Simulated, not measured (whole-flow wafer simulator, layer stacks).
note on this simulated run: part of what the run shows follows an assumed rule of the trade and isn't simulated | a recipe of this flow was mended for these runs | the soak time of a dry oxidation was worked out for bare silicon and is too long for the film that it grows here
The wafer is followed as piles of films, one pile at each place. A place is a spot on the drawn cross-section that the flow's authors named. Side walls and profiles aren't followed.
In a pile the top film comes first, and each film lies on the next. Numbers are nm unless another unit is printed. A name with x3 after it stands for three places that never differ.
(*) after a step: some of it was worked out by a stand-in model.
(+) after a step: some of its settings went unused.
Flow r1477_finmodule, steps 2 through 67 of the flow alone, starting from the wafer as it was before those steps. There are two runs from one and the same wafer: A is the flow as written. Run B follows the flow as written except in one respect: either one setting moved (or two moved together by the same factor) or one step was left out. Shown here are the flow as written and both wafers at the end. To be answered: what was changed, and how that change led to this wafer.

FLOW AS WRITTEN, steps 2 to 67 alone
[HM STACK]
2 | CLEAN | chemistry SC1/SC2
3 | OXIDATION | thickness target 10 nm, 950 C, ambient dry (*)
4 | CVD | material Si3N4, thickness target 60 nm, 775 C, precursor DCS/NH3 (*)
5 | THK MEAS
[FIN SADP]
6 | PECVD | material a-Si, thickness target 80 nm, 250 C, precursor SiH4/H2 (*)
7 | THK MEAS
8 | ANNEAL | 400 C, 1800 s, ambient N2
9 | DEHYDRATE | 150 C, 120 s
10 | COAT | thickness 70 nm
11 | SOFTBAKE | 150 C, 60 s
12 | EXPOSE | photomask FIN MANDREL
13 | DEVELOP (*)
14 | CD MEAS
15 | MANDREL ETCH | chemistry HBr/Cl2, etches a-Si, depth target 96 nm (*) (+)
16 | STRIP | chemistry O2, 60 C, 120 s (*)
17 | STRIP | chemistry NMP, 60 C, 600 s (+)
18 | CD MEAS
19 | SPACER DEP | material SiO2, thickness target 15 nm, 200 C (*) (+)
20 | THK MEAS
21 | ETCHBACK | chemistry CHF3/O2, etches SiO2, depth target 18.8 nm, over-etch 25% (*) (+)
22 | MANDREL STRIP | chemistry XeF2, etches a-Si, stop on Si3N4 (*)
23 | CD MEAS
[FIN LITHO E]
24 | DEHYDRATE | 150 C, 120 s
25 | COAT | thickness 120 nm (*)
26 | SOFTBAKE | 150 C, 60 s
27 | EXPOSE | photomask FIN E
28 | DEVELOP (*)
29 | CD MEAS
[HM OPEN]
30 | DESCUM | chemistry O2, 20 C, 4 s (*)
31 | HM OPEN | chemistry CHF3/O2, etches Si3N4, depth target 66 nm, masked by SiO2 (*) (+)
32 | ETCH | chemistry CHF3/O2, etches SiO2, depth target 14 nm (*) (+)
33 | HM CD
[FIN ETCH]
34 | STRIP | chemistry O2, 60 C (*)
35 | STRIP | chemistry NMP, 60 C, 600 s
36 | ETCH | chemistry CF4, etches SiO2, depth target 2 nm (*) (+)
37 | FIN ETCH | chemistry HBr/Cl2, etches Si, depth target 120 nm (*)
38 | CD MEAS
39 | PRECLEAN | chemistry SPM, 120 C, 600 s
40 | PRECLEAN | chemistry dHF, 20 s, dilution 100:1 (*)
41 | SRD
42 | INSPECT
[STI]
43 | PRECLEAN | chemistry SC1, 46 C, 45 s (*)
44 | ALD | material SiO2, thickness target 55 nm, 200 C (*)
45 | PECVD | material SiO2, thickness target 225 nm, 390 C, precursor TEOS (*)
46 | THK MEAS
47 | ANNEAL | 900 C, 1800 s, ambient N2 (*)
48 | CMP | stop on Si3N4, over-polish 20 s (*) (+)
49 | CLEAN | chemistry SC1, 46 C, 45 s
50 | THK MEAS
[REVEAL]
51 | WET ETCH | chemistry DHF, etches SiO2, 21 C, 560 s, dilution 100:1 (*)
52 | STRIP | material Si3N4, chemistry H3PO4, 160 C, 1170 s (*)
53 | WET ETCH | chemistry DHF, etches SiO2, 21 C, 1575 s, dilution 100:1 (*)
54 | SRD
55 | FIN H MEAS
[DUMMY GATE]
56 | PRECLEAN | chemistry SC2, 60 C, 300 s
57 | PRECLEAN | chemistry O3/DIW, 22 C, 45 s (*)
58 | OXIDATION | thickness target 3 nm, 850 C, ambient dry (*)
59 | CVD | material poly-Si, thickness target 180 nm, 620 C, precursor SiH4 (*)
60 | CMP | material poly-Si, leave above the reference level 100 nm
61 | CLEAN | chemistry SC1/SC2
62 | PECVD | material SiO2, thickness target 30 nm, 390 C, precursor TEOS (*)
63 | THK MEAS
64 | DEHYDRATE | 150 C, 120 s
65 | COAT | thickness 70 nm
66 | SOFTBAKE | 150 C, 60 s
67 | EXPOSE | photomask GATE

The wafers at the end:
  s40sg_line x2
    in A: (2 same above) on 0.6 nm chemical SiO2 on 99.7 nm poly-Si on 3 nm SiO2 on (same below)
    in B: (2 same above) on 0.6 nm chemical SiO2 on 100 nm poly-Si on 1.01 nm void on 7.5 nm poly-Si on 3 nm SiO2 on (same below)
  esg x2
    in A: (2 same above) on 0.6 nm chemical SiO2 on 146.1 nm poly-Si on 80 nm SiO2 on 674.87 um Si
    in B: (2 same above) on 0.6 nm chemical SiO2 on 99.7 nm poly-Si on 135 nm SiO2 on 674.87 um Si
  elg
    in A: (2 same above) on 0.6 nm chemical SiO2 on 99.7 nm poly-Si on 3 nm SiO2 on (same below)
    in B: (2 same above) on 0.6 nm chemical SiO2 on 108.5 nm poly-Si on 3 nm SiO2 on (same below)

The reason: step 53, WET ETCH: 477.5 s was run, while the flow as written has 1575 s.

Step by step, how the change led to this:
  53 | WET ETCH | chemistry DHF, etches SiO2, 21 C, 1575 s, dilution 100:1 (*)
      esg x2, e40sg x2, e100sg x2 and 14 more: A SiO2 loses 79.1 | B SiO2 loses 24
      pad x2: A SiO2 loses 85.7 | B SiO2 loses 26
  59 | CVD | material poly-Si, thickness target 180 nm, 620 C, precursor SiH4 (*)
      s40sg_line x2, s45sg_line x2, s50sg_line x2: A poly-Si gains 180 (new film) | B poly-Si gains 180.2 (new film), void gains 1.01 (new film), poly-Si gains 7.5 (new film)
      esg x2, e40sg x2, e100sg x2 and 12 more: A poly-Si gains 226.3 (new film) | B poly-Si gains 180 (new film)
      (as well as at 7 more places)
  60 | CMP | material poly-Si, leave above the reference level 100 nm
      pad x2: A poly-Si loses 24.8 | B poly-Si loses 75.7
      e100lg x2: A poly-Si loses 80 | B poly-Si loses 78.3
      (as well as at 5 more places)
